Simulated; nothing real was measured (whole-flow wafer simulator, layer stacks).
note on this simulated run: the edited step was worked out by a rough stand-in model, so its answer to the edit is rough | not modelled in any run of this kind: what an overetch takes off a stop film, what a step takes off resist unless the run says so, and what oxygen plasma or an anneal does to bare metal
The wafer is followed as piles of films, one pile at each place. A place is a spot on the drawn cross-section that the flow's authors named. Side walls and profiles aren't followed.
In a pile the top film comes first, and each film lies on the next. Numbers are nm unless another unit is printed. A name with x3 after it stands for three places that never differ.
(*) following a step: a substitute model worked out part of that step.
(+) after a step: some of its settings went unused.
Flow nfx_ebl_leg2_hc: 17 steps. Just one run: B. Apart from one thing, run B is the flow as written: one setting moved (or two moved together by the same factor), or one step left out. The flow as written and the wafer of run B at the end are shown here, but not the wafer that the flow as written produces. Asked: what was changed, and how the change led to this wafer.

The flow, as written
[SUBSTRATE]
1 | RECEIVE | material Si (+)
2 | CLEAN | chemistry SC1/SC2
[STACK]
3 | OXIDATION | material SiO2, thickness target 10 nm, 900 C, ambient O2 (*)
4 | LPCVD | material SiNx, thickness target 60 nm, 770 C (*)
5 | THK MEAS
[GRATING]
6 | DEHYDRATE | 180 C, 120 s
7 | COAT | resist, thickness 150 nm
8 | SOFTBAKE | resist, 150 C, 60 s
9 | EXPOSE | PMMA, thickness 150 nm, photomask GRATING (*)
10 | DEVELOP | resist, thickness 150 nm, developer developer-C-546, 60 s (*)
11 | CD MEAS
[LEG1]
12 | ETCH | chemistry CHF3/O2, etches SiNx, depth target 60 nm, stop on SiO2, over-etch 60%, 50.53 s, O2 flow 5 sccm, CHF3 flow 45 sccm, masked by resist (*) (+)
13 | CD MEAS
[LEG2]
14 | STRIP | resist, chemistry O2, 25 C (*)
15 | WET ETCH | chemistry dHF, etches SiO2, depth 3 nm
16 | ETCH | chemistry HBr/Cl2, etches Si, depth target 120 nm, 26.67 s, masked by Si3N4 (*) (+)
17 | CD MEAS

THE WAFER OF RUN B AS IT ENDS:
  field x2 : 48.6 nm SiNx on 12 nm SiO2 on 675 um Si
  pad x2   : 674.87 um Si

Cause: step 3, OXIDATION: thickness target 12 nm was run, while the flow as written has thickness target 10 nm.
One can read it off the wafer: field x2 has SiO2 12, and step 3 as written asks for 10 nm.

Step by step, how the change led to this:
  3 | OXIDATION | material SiO2, thickness target 10 nm, 900 C, ambient O2 (*)
      field x2, pad x2: +12 SiO2 (new film), -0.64 chemical SiO2 (all of it), -5 Si (as written it would have been: +10 SiO2 (new film), -0.64 chemical SiO2 (all of it), -4.12 Si)
  12 | ETCH | chemistry CHF3/O2, etches SiNx, depth target 60 nm, stop on SiO2, over-etch 60%, 50.53 s, O2 flow 5 sccm, CHF3 flow 45 sccm, masked by resist (*) (+)
      pad x2: -60 SiNx (all of it), -12 SiO2 (all of it) (as written it would have been: -60 SiNx (all of it), -10 SiO2 (all of it))
